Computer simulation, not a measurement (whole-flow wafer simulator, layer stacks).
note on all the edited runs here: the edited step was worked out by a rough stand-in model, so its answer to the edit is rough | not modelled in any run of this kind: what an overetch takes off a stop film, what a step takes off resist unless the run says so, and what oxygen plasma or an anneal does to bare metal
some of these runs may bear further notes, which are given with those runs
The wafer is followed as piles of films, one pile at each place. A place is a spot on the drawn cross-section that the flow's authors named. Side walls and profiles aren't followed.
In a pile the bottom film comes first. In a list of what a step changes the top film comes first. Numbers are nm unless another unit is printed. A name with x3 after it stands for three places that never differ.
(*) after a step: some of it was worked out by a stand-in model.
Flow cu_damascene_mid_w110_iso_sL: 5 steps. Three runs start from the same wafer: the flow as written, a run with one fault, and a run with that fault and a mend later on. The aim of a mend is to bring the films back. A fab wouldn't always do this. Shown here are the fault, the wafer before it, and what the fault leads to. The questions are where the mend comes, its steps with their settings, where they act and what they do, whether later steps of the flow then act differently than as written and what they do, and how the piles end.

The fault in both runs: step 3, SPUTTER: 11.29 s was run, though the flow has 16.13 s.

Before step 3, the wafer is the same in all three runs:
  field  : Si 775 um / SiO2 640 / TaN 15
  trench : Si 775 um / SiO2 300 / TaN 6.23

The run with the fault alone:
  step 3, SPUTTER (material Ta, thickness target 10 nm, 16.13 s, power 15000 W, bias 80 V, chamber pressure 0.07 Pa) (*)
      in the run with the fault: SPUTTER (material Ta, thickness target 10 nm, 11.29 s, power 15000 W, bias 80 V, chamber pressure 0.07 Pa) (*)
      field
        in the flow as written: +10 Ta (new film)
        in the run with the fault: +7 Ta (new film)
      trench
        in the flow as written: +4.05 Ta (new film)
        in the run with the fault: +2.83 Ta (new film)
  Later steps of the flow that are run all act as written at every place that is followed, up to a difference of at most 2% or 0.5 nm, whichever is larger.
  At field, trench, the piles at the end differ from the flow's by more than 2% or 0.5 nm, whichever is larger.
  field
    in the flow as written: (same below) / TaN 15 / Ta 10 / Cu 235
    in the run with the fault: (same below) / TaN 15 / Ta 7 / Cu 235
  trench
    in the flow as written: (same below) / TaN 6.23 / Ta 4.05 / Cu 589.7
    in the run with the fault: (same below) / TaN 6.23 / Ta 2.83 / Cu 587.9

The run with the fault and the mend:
  The mend stands after step 3.
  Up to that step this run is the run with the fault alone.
  step 3a, SPUTTER (material Ta, thickness target 10 nm, 4.84 s, power 15000 W, bias 80 V, chamber pressure 0.07 Pa) (*) (a further turn of the flow's step 3, with different settings)
      field
        +3 Ta
      trench
        +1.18 Ta
  Later steps of the flow that are run all act as written at every place that is followed.
  At the end the piles are close to the flow's at the places that both follow, differing by at most 2% or 0.5 nm, whichever is larger.
